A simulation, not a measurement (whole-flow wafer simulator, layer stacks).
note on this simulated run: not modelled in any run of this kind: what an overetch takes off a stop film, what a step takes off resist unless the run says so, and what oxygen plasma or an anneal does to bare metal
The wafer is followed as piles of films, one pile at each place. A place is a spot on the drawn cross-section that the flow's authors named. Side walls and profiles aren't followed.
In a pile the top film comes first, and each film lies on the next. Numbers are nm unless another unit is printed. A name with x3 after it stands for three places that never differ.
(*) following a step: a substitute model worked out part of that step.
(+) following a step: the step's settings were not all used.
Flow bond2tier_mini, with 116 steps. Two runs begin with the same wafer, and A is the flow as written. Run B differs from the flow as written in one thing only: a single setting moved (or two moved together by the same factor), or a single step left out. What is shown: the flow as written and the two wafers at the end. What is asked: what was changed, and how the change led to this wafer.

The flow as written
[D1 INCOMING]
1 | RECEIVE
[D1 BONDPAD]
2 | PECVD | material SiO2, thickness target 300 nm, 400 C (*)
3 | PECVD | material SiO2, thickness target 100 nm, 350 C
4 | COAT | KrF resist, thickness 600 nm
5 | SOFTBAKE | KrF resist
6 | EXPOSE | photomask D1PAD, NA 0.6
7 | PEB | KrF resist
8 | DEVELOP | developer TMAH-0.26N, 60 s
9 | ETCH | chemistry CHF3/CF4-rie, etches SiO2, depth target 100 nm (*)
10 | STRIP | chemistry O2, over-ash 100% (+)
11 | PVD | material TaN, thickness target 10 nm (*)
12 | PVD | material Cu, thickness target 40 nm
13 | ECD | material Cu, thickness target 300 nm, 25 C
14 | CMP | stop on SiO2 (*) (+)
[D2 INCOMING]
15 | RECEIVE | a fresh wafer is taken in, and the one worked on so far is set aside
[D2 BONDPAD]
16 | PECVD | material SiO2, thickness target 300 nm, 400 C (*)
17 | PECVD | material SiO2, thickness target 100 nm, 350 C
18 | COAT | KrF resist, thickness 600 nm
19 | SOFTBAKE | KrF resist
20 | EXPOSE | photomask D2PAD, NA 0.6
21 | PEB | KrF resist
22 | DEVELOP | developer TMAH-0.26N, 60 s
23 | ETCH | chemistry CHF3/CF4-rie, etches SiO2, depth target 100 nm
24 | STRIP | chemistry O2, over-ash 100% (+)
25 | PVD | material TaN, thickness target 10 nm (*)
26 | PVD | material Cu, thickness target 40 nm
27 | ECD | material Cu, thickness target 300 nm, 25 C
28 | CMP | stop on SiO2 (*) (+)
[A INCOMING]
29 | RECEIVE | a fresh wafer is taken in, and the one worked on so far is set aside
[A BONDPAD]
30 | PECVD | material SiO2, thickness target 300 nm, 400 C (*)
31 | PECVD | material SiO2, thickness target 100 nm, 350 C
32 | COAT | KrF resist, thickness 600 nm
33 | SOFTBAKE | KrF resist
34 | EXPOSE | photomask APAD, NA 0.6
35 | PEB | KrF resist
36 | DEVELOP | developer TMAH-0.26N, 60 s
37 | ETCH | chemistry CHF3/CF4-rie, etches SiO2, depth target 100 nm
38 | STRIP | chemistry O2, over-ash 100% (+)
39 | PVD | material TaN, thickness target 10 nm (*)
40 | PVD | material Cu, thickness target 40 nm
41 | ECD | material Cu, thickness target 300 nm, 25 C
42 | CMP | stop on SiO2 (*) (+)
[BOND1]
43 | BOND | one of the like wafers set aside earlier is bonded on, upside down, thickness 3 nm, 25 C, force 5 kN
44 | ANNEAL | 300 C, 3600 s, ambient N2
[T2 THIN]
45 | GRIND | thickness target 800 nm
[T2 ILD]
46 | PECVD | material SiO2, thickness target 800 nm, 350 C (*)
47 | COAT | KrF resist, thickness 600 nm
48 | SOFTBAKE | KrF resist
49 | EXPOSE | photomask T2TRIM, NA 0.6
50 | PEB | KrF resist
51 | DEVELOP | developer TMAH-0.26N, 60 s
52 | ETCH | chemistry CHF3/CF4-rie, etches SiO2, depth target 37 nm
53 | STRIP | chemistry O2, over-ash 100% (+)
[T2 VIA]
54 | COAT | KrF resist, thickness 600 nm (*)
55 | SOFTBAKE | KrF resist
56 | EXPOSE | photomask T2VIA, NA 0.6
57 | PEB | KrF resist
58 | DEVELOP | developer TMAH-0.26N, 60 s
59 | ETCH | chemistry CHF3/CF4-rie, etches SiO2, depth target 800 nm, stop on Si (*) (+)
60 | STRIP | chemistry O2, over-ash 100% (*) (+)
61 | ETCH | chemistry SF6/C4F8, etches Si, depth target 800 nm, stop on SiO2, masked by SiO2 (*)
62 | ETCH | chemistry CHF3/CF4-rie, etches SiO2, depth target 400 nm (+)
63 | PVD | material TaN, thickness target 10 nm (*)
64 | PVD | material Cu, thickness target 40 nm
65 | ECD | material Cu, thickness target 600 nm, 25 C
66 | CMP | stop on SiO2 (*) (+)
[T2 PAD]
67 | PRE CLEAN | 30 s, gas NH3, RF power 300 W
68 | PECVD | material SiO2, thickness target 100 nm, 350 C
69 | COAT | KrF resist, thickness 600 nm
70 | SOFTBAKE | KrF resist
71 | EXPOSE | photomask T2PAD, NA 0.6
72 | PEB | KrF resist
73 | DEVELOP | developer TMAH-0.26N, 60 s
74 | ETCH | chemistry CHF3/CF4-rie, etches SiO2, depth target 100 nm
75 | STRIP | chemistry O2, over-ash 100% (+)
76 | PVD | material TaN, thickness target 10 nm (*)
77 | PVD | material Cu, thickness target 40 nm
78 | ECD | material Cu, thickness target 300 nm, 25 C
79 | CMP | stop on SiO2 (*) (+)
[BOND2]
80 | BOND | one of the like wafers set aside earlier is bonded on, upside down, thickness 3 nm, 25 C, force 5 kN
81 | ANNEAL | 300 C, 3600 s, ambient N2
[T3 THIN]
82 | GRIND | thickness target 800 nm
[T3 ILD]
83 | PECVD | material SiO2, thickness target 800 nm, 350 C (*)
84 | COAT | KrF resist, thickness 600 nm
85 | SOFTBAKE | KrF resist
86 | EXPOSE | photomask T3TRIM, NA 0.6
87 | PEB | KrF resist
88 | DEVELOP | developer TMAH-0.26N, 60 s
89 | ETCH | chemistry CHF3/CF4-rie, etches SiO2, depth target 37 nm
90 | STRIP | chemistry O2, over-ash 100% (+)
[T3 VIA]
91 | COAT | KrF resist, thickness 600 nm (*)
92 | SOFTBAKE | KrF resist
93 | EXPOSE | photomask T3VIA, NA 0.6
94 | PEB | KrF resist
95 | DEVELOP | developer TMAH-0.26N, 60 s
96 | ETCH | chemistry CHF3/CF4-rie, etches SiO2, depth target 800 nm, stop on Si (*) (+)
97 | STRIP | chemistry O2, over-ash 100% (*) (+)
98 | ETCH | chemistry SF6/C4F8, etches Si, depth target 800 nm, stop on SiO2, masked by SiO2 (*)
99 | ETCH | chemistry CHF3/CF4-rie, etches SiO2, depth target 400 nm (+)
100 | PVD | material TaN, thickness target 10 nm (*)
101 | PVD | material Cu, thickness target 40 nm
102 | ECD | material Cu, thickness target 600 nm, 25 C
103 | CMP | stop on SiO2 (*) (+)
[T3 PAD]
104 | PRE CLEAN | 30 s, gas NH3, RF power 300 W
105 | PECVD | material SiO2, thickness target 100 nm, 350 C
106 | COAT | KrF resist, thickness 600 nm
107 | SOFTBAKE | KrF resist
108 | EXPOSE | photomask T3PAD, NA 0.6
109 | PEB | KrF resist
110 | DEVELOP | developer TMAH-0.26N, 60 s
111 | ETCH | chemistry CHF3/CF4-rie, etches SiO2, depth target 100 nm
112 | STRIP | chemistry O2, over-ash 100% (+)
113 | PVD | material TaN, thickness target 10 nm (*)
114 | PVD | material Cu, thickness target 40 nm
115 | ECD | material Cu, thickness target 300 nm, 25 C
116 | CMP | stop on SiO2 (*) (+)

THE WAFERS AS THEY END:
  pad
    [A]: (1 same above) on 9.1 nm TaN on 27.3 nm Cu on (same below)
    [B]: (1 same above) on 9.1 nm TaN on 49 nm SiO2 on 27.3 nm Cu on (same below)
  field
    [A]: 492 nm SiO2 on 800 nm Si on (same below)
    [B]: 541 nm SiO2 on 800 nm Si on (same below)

Cause: step 105, PECVD: thickness target 149 nm was run, though the flow has thickness target 100 nm.

Step by step, how the change led to this:
  105 | PECVD | material SiO2, thickness target 100 nm, 350 C
      field: A SiO2 gains 100 | B SiO2 gains 149
      pad: A SiO2 gains 100 (new film) | B SiO2 gains 149 (new film)
  111 | ETCH | chemistry CHF3/CF4-rie, etches SiO2, depth target 100 nm
      pad: A SiO2 loses 100 (all of it) | B SiO2 loses 100
If metal films that touch count as one body, pad has 4 bodies (between them, from the top down: SiO2 49; SiO2 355 / Si 800 / chemical SiO2 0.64 / SiO2 300; SiO2 355 / Si 800 / chemical SiO2 0.64 / SiO2 300); the flow as written gives 3 bodies (between them, from the top down: SiO2 355 / Si 800 / chemical SiO2 0.64 / SiO2 300; SiO2 355 / Si 800 / chemical SiO2 0.64 / SiO2 300).
